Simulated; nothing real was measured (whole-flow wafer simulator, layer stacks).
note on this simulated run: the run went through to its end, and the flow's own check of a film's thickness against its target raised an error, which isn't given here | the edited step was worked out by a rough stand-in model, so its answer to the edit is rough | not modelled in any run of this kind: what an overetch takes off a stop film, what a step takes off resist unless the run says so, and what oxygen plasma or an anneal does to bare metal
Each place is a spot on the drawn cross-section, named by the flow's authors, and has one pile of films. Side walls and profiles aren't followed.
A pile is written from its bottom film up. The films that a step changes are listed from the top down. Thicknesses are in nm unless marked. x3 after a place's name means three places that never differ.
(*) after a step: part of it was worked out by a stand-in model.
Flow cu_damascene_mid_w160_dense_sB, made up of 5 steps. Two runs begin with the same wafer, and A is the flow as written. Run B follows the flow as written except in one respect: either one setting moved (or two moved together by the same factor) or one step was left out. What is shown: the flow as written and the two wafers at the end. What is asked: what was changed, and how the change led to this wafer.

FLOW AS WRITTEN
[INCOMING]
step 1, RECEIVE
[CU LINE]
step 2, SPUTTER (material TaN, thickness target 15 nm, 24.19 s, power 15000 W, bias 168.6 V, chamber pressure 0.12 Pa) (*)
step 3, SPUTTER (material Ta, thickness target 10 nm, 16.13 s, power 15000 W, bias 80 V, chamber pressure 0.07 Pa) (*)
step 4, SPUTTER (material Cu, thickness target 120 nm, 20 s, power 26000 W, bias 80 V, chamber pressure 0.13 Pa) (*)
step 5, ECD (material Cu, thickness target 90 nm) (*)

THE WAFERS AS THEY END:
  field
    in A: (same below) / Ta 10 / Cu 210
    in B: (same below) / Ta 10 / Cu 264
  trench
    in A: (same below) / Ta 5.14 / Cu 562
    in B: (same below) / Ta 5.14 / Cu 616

What caused this: step 4, SPUTTER: thickness target 174 nm was run, while the flow as written has thickness target 120 nm; step 4, SPUTTER: 29 s was run, where the flow has 20 s.

How this came from the change, step by step:
  step 4, SPUTTER (material Cu, thickness target 120 nm, 20 s, power 26000 W, bias 80 V, chamber pressure 0.13 Pa) (*)
      field: A Cu gains 120 (new film) | B Cu gains 174 (new film)
      trench: A Cu gains 62 (new film) | B Cu gains 89.9 (new film)
  step 5, ECD (material Cu, thickness target 90 nm) (*)
      trench: A Cu gains 500 | B Cu gains 526.1
